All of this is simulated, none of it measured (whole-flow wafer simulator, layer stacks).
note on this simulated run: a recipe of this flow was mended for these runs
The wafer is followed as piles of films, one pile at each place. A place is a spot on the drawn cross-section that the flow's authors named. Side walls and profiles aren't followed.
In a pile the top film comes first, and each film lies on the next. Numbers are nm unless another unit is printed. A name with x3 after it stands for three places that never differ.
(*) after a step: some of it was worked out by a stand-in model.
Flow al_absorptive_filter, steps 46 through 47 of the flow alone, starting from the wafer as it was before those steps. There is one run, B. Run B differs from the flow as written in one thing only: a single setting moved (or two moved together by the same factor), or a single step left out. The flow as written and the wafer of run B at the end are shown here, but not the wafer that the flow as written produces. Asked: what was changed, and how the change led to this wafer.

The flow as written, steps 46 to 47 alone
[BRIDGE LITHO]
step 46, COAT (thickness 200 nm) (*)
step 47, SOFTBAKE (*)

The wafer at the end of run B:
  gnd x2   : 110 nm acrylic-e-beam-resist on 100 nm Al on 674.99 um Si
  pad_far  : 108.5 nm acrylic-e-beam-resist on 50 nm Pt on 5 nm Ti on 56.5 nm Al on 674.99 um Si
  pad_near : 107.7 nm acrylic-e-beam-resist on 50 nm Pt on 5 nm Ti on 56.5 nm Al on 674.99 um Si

Cause: step 46, COAT: thickness 110 nm was run, while the flow as written has thickness 200 nm.
One can read it off the wafer: gnd x2 has acrylic-e-beam-resist 110, and step 46 as written asks for 200 nm.

Step by step, how the change led to this:
  step 46, COAT (thickness 200 nm) (*)
      gnd x2, idc_field: +110 acrylic-e-beam-resist (new film) (as written it would have been: +200 acrylic-e-beam-resist (new film))
      pad_far: +108.5 acrylic-e-beam-resist (new film) (as written it would have been: +198.5 acrylic-e-beam-resist (new film))
      (also at 10 further places)
